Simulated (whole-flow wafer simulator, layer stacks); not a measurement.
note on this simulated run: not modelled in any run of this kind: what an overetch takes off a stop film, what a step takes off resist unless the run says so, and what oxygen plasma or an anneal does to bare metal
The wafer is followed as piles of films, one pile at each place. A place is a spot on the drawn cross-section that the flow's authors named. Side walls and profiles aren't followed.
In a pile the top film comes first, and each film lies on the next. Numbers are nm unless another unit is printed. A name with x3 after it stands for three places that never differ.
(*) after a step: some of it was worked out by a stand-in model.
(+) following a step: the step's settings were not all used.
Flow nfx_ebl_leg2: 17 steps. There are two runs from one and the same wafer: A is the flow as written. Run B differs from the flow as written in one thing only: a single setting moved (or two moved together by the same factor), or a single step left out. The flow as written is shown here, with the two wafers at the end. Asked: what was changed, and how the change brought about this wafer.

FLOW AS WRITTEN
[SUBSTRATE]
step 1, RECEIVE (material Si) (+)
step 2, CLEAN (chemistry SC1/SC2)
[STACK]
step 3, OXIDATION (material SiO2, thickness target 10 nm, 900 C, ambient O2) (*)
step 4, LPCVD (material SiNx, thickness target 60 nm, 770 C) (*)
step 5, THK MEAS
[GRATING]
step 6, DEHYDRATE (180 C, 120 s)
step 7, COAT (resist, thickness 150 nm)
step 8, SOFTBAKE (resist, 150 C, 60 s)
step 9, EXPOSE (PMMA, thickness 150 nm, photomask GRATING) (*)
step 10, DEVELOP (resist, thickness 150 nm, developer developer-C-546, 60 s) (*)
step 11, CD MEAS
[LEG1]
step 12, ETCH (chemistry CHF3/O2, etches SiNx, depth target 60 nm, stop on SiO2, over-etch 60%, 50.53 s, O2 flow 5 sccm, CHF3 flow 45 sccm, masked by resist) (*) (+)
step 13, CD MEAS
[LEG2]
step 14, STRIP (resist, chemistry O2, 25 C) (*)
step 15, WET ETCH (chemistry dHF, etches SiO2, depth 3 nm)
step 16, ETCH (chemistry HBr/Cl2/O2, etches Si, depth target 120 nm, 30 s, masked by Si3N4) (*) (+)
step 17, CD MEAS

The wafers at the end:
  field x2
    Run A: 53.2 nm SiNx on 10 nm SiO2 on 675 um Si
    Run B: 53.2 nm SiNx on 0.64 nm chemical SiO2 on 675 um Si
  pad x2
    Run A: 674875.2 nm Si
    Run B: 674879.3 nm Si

What caused this: step 3, OXIDATION: material SiO2, thickness target 10 nm, 900 C, ambient O2 (*), was not run.

Step by step, how the change led to this:
  step 12, ETCH (chemistry CHF3/O2, etches SiNx, depth target 60 nm, stop on SiO2, over-etch 60%, 50.53 s, O2 flow 5 sccm, CHF3 flow 45 sccm, masked by resist) (*) (+)
      pad x2: A -60 SiNx (all of it), -10 SiO2 (all of it) | B -60 SiNx (all of it), -0.64 chemical SiO2 (all of it)
